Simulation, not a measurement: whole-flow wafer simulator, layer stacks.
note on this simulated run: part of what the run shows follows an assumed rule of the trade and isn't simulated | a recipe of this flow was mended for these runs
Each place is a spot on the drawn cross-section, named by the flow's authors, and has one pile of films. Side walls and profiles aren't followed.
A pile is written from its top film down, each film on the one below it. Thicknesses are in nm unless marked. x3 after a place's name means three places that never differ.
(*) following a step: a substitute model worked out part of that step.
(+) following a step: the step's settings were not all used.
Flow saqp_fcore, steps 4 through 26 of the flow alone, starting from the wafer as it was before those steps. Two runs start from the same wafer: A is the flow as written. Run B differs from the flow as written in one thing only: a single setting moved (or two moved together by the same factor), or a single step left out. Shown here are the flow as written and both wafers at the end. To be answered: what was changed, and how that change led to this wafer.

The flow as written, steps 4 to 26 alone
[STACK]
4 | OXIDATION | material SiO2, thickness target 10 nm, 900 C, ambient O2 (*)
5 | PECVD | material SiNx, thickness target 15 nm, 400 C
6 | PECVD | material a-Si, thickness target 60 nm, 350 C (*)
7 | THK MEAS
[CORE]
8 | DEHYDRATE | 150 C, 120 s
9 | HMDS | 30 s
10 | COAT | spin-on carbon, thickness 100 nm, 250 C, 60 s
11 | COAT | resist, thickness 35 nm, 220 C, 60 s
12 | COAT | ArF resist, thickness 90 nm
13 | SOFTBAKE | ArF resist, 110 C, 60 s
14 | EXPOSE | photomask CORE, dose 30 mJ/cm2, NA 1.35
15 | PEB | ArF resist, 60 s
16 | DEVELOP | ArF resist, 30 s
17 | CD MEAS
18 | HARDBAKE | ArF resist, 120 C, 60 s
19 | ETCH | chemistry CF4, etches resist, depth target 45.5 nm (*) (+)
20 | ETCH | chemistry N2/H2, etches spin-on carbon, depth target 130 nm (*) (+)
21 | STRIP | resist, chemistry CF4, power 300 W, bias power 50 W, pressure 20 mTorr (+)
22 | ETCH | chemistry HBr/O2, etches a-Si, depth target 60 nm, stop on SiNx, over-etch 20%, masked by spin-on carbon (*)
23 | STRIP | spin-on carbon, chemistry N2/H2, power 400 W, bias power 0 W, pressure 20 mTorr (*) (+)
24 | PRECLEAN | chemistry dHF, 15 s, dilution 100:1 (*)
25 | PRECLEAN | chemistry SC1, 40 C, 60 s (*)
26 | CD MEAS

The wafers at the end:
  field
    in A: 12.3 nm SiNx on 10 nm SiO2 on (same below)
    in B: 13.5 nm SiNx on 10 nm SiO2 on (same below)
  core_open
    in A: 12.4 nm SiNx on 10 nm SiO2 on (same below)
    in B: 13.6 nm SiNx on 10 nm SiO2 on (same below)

What caused this: step 22, ETCH: depth target 34.2 nm was run, while the flow as written has depth target 60 nm.

How this came from the change, step by step:
  22 | ETCH | chemistry HBr/O2, etches a-Si, depth target 60 nm, stop on SiNx, over-etch 20%, masked by spin-on carbon (*)
      field: A -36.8 a-Si (all of it), -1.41 SiNx | B -36.8 a-Si (all of it), -0.17 SiNx
      core_open: A -39.4 a-Si (all of it), -1.3 SiNx | B -39.4 a-Si (all of it), -0.07 SiNx
      (also at 1 further place)
